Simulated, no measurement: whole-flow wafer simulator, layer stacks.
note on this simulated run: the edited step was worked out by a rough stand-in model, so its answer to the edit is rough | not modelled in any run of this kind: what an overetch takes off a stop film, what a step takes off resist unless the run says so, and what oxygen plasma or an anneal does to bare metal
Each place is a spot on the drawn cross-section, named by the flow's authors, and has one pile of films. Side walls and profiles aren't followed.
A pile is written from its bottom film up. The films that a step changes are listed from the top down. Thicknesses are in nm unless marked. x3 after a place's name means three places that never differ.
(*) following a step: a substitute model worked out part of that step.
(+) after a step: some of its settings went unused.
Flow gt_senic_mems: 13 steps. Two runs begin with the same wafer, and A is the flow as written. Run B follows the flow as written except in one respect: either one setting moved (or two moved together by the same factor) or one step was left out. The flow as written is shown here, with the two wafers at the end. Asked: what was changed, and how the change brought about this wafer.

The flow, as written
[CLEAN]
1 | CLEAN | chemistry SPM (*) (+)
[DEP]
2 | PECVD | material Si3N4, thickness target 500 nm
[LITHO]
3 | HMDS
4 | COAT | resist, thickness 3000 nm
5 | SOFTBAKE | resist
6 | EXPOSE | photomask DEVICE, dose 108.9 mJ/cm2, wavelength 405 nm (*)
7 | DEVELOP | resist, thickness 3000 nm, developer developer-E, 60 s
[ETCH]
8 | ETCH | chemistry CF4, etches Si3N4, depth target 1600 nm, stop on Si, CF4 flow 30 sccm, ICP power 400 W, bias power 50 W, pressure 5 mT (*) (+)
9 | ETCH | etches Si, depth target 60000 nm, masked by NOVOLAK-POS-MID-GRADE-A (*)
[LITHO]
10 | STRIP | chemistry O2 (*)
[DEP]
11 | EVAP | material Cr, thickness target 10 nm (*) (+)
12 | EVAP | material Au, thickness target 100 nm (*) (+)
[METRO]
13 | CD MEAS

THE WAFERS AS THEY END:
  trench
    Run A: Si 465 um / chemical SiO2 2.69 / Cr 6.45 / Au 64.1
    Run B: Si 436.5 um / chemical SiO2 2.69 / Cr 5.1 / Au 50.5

What caused this: step 9, ETCH: depth target 88500 nm was run, while the flow as written has depth target 60000 nm.

How this came from the change, step by step:
  9 | ETCH | etches Si, depth target 60000 nm, masked by NOVOLAK-POS-MID-GRADE-A (*)
      field: A -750 resist | B -1106.2 resist
      trench: A -60 um Si | B -88.5 um Si
  10 | STRIP | chemistry O2 (*)
      field: A -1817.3 resist (all of it) | B -1461.1 resist (all of it)
  11 | EVAP | material Cr, thickness target 10 nm (*) (+)
      trench: A +6.45 Cr (new film) | B +5.1 Cr (new film)
  12 | EVAP | material Au, thickness target 100 nm (*) (+)
      trench: A +64.1 Au (new film) | B +50.5 Au (new film)
